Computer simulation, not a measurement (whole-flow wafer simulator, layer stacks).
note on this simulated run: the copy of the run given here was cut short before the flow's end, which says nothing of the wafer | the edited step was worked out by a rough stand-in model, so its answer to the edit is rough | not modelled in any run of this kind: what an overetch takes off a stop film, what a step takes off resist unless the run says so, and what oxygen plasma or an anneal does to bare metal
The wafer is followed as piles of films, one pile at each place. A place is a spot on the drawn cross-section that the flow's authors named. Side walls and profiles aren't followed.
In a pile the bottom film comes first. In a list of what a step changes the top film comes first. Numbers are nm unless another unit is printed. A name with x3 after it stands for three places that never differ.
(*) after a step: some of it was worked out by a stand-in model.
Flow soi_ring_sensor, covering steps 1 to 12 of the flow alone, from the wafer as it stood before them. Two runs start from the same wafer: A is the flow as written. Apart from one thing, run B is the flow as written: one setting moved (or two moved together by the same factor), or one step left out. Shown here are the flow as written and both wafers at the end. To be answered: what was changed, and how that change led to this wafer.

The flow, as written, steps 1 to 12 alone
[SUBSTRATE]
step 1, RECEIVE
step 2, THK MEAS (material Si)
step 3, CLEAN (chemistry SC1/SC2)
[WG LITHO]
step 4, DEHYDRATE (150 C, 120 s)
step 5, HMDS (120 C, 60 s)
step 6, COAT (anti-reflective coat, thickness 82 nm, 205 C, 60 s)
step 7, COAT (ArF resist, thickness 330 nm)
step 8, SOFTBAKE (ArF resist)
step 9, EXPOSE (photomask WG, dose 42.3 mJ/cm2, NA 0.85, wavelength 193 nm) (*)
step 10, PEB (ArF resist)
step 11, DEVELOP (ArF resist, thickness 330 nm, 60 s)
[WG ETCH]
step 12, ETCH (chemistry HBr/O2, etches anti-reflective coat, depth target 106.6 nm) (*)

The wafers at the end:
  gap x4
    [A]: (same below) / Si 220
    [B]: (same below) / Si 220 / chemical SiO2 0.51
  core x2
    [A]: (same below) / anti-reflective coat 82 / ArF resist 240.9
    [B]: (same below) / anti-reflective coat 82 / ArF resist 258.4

The reason: step 12, ETCH: depth target 84.7 nm was run, whereas the flow has depth target 106.6 nm.

How this came from the change, step by step:
  step 12, ETCH (chemistry HBr/O2, etches anti-reflective coat, depth target 106.6 nm) (*)
      gap x4: A -82 anti-reflective coat (all of it), -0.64 chemical SiO2 (all of it) | B -82 anti-reflective coat (all of it), -0.14 chemical SiO2
      core x2: A -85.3 ArF resist | B -67.8 ArF resist
